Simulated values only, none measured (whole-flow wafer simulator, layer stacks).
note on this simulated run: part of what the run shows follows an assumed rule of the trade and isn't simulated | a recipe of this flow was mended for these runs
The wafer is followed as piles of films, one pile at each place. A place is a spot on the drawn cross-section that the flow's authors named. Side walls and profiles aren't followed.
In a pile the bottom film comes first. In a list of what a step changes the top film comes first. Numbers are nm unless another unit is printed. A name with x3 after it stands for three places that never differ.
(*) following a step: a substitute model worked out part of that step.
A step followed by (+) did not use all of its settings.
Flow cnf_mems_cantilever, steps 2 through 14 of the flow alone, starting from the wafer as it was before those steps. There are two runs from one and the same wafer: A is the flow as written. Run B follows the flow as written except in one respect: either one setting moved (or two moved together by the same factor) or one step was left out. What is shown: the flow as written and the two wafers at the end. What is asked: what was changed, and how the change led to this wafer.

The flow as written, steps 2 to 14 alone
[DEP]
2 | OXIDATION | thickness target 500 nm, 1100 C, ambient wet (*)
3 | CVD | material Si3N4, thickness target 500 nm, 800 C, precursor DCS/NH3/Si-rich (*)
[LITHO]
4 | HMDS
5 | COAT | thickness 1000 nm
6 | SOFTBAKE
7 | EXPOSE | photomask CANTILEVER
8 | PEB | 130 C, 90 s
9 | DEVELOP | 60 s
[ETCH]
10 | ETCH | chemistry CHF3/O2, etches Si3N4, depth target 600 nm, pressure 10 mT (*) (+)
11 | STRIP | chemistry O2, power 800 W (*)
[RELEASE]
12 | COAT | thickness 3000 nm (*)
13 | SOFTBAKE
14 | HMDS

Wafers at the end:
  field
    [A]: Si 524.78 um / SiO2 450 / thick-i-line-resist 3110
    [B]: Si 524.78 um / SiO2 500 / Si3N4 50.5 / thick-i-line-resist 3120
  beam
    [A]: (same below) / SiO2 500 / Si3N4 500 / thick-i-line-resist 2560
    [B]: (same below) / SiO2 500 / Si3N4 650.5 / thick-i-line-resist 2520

The reason: step 3, CVD: 823 C was run, whereas the flow has 800 C.

The path from the change to this, step by step:
  3 | CVD | material Si3N4, thickness target 500 nm, 800 C, precursor DCS/NH3/Si-rich (*)
      field, beam: A Si3N4 gains 500 (new film) | B Si3N4 gains 650.5 (new film)
  10 | ETCH | chemistry CHF3/O2, etches Si3N4, depth target 600 nm, pressure 10 mT (*) (+)
      field: A Si3N4 loses 500 (all of it), SiO2 loses 50 | B Si3N4 loses 600
  13 | SOFTBAKE
      field: A thick-i-line-resist gains 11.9 | B thick-i-line-resist gains 13.2
      beam: A thick-i-line-resist loses 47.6 | B thick-i-line-resist loses 52.8
